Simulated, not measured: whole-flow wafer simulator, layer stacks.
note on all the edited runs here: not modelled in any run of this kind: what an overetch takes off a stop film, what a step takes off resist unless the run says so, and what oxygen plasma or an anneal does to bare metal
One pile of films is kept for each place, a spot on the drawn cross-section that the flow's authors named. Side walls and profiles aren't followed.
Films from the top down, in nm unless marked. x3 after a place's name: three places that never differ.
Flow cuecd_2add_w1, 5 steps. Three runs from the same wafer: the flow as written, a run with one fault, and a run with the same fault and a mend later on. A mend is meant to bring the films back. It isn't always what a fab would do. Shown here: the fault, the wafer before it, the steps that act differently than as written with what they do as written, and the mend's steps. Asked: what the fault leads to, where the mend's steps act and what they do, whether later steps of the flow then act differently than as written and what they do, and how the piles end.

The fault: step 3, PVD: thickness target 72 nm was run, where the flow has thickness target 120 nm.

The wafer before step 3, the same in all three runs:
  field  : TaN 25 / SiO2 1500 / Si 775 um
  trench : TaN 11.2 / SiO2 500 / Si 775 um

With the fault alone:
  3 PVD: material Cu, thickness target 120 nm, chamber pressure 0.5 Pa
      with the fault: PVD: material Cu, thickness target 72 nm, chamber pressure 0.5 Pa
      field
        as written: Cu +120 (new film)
        with the fault: Cu +72 (new film)
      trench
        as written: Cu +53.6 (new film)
        with the fault: Cu +32.6 (new film)
  No later step of the flow acts differently than as written, at any place that is followed, by more than 2% or 0.5 nm, whichever is larger.
  At the end the piles differ from the flow's by more than 2% or 0.5 nm, whichever is larger, at field, trench.
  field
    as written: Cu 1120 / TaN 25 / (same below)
    with the fault: Cu 1072 / TaN 25 / (same below)
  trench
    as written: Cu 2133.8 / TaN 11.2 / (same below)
    with the fault: Cu 2085.8 / TaN 11.2 / (same below)

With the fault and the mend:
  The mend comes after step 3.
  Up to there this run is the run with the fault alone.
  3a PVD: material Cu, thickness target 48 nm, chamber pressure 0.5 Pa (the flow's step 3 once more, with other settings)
      field
        Cu +48
      trench
        Cu +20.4
  No later step of the flow acts differently than as written, at any place that is followed, by more than 2% or 0.5 nm, whichever is larger.
  At the end the piles are the same as the flow's at every place that both follow.
